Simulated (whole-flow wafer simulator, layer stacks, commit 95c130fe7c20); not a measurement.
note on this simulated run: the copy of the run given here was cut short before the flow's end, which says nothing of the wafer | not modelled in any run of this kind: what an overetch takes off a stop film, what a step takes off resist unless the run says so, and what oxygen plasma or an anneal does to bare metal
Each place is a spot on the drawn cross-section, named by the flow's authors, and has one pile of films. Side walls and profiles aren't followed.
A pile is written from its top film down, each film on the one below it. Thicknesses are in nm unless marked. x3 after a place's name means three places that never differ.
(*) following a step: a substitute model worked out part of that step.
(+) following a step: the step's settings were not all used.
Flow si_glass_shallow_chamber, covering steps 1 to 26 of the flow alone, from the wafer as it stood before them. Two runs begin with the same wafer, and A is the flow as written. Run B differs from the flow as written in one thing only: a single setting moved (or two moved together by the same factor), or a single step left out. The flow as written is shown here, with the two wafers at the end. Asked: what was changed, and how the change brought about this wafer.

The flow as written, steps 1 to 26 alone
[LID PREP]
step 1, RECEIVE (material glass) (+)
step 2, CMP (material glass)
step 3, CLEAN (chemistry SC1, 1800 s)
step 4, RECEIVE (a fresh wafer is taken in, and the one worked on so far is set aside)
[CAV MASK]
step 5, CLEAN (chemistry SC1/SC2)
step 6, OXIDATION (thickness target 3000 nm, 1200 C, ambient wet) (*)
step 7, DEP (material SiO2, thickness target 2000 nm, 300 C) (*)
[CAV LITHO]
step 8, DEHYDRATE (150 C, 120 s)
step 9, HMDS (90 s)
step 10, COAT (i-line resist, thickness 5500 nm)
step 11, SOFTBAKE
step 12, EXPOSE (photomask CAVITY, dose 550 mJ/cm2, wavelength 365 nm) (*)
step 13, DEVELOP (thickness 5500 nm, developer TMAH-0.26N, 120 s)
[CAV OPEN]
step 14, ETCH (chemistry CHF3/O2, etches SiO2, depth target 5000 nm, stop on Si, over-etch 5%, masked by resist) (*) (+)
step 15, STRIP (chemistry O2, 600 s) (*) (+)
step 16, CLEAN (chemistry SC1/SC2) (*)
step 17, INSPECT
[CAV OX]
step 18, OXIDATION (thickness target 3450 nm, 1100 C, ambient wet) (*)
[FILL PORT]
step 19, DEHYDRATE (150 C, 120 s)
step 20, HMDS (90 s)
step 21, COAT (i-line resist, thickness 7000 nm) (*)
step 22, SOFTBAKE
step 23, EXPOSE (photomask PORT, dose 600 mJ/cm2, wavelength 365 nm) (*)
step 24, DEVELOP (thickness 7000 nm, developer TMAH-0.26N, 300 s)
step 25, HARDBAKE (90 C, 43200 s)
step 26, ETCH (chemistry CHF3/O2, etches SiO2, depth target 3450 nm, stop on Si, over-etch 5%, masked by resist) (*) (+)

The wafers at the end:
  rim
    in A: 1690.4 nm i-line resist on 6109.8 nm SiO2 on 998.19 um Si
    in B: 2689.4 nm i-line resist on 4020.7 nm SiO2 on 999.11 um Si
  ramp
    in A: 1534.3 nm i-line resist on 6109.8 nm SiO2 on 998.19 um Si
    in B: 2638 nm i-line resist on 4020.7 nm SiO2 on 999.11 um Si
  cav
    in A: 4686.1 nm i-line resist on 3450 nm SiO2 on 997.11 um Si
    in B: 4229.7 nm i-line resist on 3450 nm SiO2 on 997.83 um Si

What caused this: step 6, OXIDATION: thickness target 3000 nm, 1200 C, ambient wet (*), was not run.

Step by step, how the change led to this:
  step 7, DEP (material SiO2, thickness target 2000 nm, 300 C) (*)
      rim, ramp, cav, port, septum, ring: A SiO2 gains 2000 | B SiO2 gains 2000 (new film)
  step 14, ETCH (chemistry CHF3/O2, etches SiO2, depth target 5000 nm, stop on Si, over-etch 5%, masked by resist) (*) (+)
      cav, port: A SiO2 loses 5000 (all of it), Si loses 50 | B SiO2 loses 2000 (all of it), chemical SiO2 loses 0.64 (all of it), Si loses 649.9
      rim, ramp, septum, ring: A i-line resist loses 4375 | B i-line resist loses 1750.6
  step 15, STRIP (chemistry O2, 600 s) (*) (+)
      rim, ramp, septum, ring: A i-line resist loses 1116.2 (all of it) | B i-line resist loses 3740.6 (all of it)
  step 18, OXIDATION (thickness target 3450 nm, 1100 C, ambient wet) (*)
      rim, ramp, septum, ring: A SiO2 gains 1109.8, Si loses 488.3 | B SiO2 gains 2020.7, chemical SiO2 loses 0.64 (all of it), Si loses 888.8
  step 21, COAT (i-line resist, thickness 7000 nm) (*)
      rim: A i-line resist gains 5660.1 (new film) | B i-line resist gains 6322.1 (new film)
      ramp: A i-line resist gains 5087.8 (new film) | B i-line resist gains 6018.4 (new film)
      (also at 2 further places)
  step 22, SOFTBAKE
      rim: A i-line resist loses 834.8 | B i-line resist loses 445.9
      ramp: A i-line resist loses 425.6 | B i-line resist loses 196.5
      (also at 4 further places)
  step 24, DEVELOP (thickness 7000 nm, developer TMAH-0.26N, 300 s)
      port: A i-line resist loses 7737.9 (all of it) | B i-line resist loses 7401.8 (all of it)
  step 25, HARDBAKE (90 C, 43200 s)
      rim: A i-line resist loses 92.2 | B i-line resist loses 144
      ramp: A i-line resist loses 85 | B i-line resist loses 141.1
      (also at 1 further place)
